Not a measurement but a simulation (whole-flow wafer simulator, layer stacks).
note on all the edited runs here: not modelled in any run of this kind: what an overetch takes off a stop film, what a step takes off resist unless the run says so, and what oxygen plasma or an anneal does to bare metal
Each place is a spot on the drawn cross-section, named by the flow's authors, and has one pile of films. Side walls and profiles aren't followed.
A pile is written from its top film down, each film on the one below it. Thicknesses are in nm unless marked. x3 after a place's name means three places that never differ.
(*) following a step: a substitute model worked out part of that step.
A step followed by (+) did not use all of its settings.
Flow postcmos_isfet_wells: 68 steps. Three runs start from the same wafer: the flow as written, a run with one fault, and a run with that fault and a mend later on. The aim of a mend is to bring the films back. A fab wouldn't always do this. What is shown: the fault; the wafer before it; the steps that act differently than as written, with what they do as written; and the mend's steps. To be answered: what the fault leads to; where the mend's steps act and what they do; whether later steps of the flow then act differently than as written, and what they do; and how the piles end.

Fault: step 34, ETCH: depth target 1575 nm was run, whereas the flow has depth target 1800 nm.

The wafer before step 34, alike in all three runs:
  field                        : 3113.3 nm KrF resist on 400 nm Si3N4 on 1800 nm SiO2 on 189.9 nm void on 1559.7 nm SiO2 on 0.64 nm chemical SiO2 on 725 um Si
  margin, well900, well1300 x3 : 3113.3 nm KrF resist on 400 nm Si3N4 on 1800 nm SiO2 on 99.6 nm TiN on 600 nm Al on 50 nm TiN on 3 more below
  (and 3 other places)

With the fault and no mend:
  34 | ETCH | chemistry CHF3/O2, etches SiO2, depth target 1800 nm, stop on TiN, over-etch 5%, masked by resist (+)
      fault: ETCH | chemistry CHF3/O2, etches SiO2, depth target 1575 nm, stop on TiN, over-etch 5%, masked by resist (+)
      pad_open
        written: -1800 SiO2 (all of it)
        fault: -1575 SiO2
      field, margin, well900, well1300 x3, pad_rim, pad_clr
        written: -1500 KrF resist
        fault: -1312.5 KrF resist
  Later steps of the flow acting differently than as written (2 other steps are not shown; they differ only slightly, by no more than 2% or 0.5 nm, whichever is larger):
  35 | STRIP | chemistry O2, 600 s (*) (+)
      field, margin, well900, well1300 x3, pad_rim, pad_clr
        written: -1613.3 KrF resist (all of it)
        fault: -1800.8 KrF resist (all of it)
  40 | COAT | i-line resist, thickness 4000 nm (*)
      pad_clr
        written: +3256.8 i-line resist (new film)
        fault: +3327.2 i-line resist (new film)
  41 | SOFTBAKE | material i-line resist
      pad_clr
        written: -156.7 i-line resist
        fault: -134.4 i-line resist
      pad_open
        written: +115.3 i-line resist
        fault: +105.3 i-line resist
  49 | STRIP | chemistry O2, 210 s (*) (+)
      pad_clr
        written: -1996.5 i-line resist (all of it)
        fault: -2089.2 i-line resist (all of it)
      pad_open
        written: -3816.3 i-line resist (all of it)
        fault: -3725.5 i-line resist (all of it)
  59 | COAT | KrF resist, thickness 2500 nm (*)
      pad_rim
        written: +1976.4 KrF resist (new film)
        fault: +2027.6 KrF resist (new film)
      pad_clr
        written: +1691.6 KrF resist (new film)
        fault: +1767.3 KrF resist (new film)
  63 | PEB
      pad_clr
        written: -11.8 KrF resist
        fault: -12.4 KrF resist
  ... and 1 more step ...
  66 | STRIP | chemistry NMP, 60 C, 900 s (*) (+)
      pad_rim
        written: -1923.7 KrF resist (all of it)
        fault: -1974.4 KrF resist (all of it)
  At pad_open, the piles at the end differ from the flow's by more than 2% or 0.5 nm, whichever is larger.
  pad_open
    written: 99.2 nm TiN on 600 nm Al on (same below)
    fault: 225 nm SiO2 on 99.6 nm TiN on 600 nm Al on (same below)

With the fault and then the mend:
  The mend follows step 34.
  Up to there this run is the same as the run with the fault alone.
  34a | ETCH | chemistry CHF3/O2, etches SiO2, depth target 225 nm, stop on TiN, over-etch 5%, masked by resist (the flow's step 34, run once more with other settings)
      field, margin, well900, well1300 x3, pad_rim, pad_clr
        -187.5 KrF resist
      pad_open
        -225 SiO2 (all of it)
  Later steps of the flow that are run all act as written at every place that is followed.
  The piles end the same as the flow's at every place that both follow.
